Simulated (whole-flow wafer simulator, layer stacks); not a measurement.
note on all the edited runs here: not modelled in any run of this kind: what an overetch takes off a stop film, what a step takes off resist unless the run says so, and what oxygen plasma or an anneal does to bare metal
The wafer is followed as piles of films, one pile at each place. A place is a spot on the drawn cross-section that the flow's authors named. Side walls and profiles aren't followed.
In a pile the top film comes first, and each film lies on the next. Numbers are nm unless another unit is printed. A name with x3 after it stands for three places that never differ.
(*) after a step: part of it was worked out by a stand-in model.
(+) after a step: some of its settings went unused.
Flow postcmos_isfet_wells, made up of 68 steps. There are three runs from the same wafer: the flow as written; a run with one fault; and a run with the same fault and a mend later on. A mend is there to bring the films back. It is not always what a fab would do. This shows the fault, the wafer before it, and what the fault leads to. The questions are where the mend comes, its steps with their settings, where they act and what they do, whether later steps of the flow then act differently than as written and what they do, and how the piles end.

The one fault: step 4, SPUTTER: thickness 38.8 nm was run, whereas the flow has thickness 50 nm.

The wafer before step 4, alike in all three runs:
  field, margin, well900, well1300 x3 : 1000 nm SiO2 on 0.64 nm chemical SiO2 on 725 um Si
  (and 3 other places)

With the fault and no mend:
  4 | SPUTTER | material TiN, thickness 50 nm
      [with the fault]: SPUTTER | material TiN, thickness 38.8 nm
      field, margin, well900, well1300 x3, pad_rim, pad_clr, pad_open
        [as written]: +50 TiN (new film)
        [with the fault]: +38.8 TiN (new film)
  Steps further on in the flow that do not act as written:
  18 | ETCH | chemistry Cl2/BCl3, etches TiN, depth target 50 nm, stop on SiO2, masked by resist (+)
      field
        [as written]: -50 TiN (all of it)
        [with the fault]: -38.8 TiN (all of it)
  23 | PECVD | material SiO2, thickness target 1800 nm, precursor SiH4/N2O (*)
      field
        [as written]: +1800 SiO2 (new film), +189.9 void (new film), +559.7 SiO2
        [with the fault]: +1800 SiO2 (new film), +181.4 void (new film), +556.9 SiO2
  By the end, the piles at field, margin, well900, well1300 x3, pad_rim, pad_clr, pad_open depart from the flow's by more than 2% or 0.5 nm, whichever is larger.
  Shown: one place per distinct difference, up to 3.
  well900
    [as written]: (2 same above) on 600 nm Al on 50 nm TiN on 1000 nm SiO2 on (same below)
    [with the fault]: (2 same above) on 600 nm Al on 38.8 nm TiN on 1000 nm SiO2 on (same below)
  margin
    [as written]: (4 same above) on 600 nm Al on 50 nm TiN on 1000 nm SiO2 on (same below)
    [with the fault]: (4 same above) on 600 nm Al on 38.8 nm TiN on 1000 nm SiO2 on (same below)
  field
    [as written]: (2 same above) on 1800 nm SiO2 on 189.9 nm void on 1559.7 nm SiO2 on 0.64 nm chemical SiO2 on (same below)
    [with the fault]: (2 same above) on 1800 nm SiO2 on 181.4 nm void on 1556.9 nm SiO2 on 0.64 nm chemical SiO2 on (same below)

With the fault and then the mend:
  After step 4 comes the mend.
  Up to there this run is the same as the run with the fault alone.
  4a | SPUTTER | material TiN, thickness 11.2 nm (a further turn of the flow's step 4, with different settings)
      field, margin, well900, well1300 x3, pad_rim, pad_clr, pad_open
        +11.2 TiN
  Every later step of the flow that is run acts as written at every place that is followed.
  The piles end the same as the flow's at every place that both follow.
